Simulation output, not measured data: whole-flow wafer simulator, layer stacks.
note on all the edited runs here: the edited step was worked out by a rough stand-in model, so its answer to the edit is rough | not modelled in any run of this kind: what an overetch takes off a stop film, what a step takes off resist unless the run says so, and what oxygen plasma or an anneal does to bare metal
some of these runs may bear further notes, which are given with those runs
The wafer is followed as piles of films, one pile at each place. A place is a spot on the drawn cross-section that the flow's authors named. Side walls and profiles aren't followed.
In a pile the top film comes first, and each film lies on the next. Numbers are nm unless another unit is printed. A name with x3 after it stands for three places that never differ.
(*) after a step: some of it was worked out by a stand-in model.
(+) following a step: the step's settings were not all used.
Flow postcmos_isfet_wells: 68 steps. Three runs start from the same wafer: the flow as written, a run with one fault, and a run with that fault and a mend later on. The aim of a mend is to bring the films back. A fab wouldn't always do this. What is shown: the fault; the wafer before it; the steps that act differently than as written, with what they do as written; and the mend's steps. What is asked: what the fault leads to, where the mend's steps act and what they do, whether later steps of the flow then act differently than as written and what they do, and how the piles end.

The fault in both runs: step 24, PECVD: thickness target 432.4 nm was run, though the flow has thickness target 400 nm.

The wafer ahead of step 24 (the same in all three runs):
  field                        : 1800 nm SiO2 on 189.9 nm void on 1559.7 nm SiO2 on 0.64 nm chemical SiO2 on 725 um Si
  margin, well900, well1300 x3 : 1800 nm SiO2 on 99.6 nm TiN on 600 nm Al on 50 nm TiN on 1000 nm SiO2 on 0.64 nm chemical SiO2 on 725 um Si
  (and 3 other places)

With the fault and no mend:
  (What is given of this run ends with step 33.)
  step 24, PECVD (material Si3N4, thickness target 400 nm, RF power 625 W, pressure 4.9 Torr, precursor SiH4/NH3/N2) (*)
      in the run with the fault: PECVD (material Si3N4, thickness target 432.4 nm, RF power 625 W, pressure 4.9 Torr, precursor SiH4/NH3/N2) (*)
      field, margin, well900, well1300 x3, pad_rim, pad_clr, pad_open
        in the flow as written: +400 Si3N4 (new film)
        in the run with the fault: +432.4 Si3N4 (new film)
  Steps further on in the flow that do not act as written:
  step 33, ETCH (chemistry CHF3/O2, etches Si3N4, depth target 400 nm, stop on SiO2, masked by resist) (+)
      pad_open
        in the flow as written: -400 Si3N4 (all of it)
        in the run with the fault: -400 Si3N4
  Once step 33 is done, the piles at field, margin, well900, well1300 x3, pad_rim, pad_clr, pad_open depart from the flow's by more than 2% or 0.5 nm, whichever is larger.
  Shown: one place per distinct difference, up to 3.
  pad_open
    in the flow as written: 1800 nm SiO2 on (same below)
    in the run with the fault: 32.4 nm Si3N4 on 1800 nm SiO2 on (same below)
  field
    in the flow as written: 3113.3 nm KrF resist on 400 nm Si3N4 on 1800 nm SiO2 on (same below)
    in the run with the fault: 3113.3 nm KrF resist on 432.4 nm Si3N4 on 1800 nm SiO2 on (same below)

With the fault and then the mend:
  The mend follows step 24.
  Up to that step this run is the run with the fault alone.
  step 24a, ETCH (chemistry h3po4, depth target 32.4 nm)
      field, margin, well900, well1300 x3, pad_rim, pad_clr, pad_open
        -32.4 Si3N4
  Every later step of the flow that is run acts as written at every place that is followed.
  At every place that both follow, the piles at the end match the flow's.
